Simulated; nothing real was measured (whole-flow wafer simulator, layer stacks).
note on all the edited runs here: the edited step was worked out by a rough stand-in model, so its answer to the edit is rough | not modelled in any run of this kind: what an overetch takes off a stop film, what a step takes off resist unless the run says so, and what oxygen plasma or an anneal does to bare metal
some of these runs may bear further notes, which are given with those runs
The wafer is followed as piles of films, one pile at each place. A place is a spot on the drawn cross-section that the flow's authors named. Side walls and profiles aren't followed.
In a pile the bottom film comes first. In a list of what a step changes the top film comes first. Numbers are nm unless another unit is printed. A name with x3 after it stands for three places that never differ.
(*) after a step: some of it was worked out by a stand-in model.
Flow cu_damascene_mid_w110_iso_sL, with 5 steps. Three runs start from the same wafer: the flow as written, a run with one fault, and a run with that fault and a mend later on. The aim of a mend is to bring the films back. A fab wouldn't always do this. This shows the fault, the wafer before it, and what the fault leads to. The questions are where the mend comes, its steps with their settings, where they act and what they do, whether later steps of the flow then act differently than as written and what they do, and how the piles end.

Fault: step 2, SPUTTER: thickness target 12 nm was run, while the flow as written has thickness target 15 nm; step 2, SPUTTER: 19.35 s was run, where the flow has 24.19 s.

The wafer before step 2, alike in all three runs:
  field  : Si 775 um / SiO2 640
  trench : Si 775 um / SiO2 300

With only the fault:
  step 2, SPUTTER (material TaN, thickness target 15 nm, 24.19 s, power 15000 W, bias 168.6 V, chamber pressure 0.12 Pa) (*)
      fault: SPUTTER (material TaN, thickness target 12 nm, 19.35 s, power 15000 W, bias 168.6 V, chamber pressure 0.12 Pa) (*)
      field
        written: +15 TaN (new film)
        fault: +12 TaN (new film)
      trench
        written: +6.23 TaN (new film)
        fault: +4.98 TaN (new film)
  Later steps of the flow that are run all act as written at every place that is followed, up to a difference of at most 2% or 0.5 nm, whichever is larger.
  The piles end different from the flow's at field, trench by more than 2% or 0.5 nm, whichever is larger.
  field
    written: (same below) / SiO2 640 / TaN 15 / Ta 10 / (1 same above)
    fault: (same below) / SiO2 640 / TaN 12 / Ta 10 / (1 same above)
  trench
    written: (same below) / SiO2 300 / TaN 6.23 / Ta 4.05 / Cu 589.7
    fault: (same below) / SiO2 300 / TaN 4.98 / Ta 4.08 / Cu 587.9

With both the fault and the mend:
  After step 2 comes the mend.
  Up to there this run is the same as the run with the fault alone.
  step 2a, SPUTTER (material TaN, thickness target 3 nm, 4.838 s, power 15000 W, bias 168.6 V, chamber pressure 0.12 Pa) (*) (the flow's step 2 again, with other settings)
      field
        +3 TaN
      trench
        +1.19 TaN
  Later steps of the flow that are run all act as written at every place that is followed.
  When the end is reached, the piles differ only a little from the flow's at the places that both follow, at most by 2% or 0.5 nm, whichever is larger.
